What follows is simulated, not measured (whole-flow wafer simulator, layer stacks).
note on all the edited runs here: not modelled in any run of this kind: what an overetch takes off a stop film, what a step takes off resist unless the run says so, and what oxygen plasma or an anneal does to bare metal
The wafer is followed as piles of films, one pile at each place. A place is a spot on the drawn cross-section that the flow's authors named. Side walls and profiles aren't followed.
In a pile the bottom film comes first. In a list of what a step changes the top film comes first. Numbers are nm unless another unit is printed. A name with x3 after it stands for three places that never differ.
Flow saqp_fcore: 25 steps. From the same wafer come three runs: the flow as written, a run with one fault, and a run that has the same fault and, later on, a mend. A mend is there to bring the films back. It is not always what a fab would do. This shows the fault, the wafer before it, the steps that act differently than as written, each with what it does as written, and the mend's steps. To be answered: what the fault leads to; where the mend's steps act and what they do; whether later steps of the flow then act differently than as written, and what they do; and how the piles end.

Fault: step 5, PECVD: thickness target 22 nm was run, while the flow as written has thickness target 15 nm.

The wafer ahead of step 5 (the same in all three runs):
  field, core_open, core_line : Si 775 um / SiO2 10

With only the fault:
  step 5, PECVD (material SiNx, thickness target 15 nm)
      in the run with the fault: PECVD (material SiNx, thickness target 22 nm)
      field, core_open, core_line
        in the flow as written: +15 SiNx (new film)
        in the run with the fault: +22 SiNx (new film)
  Every later step of the flow that is run acts as written at every place that is followed.
  At field, core_open, core_line, the piles at the end differ from the flow's by more than 2% or 0.5 nm, whichever is larger.
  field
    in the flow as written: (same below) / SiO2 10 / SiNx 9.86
    in the run with the fault: (same below) / SiO2 10 / SiNx 16.9
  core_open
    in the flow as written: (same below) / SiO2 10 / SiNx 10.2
    in the run with the fault: (same below) / SiO2 10 / SiNx 17.2
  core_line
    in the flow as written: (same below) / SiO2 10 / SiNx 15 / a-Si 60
    in the run with the fault: (same below) / SiO2 10 / SiNx 22 / a-Si 60

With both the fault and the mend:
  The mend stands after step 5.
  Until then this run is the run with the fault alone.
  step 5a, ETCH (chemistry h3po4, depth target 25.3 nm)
      field, core_open, core_line
        -22 SiNx (all of it)
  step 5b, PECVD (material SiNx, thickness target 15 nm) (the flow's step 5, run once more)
      field, core_open, core_line
        +15 SiNx (new film)
  Every later step of the flow that is run acts as written at every place that is followed.
  By the end, the piles equal the flow's at every place that both follow.
